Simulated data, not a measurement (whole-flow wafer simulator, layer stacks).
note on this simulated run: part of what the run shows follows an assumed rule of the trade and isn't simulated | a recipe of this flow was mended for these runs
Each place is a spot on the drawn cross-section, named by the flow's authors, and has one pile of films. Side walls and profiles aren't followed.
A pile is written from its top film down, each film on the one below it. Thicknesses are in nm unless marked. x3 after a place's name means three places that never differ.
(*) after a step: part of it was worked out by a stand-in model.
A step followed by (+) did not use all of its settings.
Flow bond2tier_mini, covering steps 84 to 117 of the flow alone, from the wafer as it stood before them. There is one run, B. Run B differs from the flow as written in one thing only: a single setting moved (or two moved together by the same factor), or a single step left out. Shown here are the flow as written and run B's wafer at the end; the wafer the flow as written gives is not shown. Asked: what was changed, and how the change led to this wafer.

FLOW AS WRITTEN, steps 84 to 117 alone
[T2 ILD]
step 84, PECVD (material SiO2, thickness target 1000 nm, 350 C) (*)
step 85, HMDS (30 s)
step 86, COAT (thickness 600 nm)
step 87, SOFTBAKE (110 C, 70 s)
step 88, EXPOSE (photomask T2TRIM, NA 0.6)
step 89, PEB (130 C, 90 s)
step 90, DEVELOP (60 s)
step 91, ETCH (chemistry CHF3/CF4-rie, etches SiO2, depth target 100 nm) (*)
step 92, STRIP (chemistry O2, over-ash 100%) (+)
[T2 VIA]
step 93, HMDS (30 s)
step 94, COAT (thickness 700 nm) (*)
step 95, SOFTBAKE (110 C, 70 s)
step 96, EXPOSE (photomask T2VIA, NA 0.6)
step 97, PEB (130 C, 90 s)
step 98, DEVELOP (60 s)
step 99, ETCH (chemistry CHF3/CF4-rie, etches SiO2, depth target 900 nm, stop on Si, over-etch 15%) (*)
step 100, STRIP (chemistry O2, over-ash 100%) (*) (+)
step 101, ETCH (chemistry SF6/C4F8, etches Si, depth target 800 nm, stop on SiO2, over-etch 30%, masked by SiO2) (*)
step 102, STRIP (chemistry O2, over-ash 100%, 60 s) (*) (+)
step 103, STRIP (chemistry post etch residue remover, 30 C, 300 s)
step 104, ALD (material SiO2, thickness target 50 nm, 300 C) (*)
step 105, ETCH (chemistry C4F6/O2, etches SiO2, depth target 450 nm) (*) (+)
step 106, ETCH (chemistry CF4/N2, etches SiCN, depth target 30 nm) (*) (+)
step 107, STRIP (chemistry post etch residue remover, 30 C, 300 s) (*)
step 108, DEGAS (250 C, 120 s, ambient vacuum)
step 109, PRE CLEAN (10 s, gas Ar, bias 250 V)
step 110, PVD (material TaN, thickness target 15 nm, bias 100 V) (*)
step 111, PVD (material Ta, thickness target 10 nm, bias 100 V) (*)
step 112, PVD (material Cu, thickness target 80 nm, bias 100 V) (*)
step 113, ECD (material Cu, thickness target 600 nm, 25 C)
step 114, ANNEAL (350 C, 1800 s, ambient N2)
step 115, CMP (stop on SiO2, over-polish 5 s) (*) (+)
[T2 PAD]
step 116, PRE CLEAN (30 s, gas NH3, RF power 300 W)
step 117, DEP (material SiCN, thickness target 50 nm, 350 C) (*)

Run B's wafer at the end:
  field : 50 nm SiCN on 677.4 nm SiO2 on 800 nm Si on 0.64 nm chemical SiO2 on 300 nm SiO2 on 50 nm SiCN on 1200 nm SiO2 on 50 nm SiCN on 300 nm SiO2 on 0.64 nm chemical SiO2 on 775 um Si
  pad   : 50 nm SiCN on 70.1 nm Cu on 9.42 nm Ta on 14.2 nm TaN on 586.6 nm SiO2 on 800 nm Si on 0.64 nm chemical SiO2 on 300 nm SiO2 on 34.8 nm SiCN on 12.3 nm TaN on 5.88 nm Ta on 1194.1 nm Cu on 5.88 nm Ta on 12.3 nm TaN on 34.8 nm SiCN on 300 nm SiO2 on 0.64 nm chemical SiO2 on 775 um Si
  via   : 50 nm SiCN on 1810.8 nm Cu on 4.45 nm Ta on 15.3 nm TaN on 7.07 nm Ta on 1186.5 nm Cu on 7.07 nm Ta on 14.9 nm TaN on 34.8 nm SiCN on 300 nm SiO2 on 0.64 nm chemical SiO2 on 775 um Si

Cause: step 84, PECVD: thickness target 1120 nm was run, while the flow as written has thickness target 1000 nm.

Step by step, how the change led to this:
  step 84, PECVD (material SiO2, thickness target 1000 nm, 350 C) (*)
      field, pad, via: SiO2 gains 1120 (new film) (as written it would have been: SiO2 gains 1000 (new film))
  step 99, ETCH (chemistry CHF3/CF4-rie, etches SiO2, depth target 900 nm, stop on Si, over-etch 15%) (*)
      via: SiO2 loses 1020 (all of it), Si loses 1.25 (as written it would have been: SiO2 loses 900 (all of it), Si loses 11.2)
  step 112, PVD (material Cu, thickness target 80 nm, bias 100 V) (*)
      via: Cu gains 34 (new film) (as written it would have been: Cu gains 35 (new film))
  step 113, ECD (material Cu, thickness target 600 nm, 25 C)
      via: Cu gains 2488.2 (as written it would have been: Cu gains 2367)
